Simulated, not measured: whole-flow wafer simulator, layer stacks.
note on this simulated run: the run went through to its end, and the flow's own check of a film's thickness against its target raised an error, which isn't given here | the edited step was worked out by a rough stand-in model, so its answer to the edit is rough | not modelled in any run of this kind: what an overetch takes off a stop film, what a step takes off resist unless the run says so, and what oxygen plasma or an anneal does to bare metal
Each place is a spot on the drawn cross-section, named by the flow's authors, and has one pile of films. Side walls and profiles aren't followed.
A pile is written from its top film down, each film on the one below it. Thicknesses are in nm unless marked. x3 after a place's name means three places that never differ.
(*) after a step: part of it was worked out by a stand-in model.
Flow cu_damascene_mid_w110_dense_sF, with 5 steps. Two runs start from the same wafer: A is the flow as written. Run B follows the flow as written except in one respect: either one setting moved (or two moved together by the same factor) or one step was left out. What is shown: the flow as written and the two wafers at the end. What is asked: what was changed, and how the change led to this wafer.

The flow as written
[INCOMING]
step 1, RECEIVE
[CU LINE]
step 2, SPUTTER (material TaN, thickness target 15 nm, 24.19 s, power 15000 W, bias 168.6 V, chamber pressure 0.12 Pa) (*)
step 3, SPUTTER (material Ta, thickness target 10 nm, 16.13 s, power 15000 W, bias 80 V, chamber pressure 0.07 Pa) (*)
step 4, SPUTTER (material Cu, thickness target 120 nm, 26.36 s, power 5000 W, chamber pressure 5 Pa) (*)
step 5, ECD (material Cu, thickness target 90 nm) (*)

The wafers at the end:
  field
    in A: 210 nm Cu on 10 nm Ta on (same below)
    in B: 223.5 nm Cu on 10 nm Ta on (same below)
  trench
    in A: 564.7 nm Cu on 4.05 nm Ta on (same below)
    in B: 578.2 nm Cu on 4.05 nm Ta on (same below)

What caused this: step 5, ECD: thickness target 103.5 nm was run, whereas the flow has thickness target 90 nm.

Step by step, how the change led to this:
  step 5, ECD (material Cu, thickness target 90 nm) (*)
      field: A Cu gains 90 | B Cu gains 103.5
      trench: A Cu gains 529 | B Cu gains 542.5
